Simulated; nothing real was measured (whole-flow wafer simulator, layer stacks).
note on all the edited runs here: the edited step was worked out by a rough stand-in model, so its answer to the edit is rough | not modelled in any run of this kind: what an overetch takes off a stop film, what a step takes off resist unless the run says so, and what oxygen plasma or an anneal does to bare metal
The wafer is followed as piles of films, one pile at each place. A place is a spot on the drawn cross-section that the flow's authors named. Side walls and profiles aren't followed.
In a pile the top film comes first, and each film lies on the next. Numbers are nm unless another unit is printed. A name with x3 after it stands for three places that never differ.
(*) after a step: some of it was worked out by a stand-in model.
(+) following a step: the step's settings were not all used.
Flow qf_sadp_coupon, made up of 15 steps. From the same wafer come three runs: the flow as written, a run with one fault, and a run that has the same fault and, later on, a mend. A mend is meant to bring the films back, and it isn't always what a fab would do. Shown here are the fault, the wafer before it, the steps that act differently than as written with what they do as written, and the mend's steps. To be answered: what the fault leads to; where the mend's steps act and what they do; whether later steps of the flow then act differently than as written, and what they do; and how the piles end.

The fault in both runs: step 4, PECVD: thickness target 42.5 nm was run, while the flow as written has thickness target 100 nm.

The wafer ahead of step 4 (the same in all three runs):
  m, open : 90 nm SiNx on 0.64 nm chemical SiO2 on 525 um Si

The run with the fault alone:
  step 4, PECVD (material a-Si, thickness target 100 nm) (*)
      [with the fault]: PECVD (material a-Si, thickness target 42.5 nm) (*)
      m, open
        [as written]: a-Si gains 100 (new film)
        [with the fault]: a-Si gains 42.5 (new film)
  Later steps of the flow acting differently than as written:
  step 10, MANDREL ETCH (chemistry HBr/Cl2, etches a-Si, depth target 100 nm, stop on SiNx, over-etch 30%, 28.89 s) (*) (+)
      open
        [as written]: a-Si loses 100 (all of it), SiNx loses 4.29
        [with the fault]: a-Si loses 42.5 (all of it), SiNx loses 12.5
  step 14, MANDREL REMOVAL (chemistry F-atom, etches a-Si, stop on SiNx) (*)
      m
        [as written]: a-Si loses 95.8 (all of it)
        [with the fault]: a-Si loses 38.3 (all of it)
  By the end, the piles at open depart from the flow's by more than 2% or 0.5 nm, whichever is larger.
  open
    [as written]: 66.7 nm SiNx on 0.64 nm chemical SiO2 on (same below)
    [with the fault]: 58.5 nm SiNx on 0.64 nm chemical SiO2 on (same below)

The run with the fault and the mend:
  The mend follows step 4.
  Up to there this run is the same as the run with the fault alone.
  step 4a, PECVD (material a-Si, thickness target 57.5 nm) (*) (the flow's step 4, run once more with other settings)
      m, open
        a-Si gains 57.5
  None of the later steps of the flow acts differently than as written at any place that is followed.
  By the end, the piles equal the flow's at every place that both follow.
